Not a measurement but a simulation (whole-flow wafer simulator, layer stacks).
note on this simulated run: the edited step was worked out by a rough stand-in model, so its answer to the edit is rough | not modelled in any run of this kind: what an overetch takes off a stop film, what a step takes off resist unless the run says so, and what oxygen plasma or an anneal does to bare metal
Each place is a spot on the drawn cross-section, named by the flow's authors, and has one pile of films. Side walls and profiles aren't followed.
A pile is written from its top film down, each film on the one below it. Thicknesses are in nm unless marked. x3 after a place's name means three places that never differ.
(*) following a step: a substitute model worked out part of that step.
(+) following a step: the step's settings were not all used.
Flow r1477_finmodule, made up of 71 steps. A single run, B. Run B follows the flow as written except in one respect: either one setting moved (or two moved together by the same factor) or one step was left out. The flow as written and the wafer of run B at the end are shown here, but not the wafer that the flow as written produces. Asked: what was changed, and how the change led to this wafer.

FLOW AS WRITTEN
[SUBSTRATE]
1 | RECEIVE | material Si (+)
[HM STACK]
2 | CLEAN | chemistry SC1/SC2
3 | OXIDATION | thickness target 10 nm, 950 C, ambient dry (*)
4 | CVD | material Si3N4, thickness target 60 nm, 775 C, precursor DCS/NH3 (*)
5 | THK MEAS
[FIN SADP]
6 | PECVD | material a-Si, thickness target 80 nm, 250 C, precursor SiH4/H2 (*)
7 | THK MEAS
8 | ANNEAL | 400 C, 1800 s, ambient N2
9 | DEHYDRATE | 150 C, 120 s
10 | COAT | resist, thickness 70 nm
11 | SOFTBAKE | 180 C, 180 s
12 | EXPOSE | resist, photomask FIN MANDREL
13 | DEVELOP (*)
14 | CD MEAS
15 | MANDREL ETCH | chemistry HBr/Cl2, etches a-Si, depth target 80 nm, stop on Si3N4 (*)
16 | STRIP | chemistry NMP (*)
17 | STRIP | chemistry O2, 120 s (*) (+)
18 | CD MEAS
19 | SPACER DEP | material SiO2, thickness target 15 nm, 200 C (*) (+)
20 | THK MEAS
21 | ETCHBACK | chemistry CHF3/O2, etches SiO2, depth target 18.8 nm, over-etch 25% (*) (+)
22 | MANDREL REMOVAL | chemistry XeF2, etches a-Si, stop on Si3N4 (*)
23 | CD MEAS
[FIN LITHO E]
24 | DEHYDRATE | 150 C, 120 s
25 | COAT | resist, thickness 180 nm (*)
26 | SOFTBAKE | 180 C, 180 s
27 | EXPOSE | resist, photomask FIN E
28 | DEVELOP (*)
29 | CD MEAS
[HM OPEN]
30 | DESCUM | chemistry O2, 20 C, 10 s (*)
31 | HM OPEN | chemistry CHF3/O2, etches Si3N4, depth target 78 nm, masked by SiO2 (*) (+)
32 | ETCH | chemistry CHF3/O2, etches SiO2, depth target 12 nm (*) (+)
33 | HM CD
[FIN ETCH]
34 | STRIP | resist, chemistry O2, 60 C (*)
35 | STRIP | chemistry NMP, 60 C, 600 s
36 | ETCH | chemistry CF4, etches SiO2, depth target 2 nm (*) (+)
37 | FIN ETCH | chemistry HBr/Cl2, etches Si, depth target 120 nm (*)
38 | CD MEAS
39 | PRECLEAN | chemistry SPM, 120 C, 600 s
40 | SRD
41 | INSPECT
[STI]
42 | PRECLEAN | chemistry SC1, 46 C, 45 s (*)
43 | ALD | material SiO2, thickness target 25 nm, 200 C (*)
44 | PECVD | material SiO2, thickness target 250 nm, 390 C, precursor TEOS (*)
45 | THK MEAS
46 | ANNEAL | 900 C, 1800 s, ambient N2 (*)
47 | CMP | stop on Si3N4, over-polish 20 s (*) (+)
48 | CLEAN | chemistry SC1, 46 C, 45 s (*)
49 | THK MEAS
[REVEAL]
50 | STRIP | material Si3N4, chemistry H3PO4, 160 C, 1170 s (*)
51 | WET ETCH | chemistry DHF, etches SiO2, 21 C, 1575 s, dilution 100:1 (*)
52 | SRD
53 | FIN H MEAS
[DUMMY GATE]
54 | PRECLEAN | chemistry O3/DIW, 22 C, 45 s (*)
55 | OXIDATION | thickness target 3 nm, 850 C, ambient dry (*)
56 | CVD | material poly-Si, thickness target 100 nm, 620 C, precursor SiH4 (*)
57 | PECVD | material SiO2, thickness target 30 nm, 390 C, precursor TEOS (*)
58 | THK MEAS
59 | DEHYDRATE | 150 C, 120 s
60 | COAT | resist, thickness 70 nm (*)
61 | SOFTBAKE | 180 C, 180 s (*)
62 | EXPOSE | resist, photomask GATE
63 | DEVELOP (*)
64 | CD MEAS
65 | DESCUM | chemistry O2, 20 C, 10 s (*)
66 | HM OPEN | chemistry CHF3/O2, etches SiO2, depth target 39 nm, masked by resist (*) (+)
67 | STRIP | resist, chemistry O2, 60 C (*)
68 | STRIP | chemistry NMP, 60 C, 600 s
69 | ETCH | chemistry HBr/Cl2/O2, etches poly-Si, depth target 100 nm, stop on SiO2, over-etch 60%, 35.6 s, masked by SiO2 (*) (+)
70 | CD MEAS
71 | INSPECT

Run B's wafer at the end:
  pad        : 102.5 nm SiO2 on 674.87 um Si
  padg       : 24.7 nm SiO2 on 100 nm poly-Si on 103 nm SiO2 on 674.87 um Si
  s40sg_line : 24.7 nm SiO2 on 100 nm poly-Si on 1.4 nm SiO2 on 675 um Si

Cause: step 55, OXIDATION: thickness target 1.4 nm was run, though the flow has thickness target 3 nm.
The wafer itself shows it: s40sg_line has SiO2 1.4, and step 55 as written asks for 3 nm.

How this came from the change, step by step:
  55 | OXIDATION | thickness target 3 nm, 850 C, ambient dry (*)
      s40sg_line, s45sg_line, s50sg_line, s40so_line, s45so_line, s50so_line: SiO2 gains 1.4 (new film), chemical SiO2 loses 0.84 (all of it), Si loses 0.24 (in the flow as written it would be: SiO2 gains 3 (new film), chemical SiO2 loses 0.84 (all of it), Si loses 0.95)
